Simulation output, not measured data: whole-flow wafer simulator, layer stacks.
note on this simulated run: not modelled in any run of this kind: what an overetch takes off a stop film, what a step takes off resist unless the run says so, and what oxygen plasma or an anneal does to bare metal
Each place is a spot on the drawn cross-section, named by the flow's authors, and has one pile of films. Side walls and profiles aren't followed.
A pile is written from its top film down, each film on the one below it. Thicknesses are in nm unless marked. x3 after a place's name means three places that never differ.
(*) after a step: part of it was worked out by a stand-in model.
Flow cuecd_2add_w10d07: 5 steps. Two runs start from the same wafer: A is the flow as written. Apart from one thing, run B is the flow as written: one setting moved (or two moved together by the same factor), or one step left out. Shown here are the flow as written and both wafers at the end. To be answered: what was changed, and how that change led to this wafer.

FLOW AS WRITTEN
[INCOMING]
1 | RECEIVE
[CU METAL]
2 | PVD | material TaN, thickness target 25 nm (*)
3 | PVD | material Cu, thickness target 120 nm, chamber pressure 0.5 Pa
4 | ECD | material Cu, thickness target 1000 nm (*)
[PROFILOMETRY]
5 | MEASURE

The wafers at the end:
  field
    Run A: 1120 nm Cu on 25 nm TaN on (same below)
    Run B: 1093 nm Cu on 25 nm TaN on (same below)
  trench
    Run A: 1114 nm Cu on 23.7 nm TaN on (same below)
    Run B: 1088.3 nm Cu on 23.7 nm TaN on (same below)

Cause: step 3, PVD: thickness target 93 nm was run, though the flow has thickness target 120 nm.

Step by step, how the change led to this:
  3 | PVD | material Cu, thickness target 120 nm, chamber pressure 0.5 Pa
      field: A +120 Cu (new film) | B +93 Cu (new film)
      trench: A +114 Cu (new film) | B +88.3 Cu (new film)
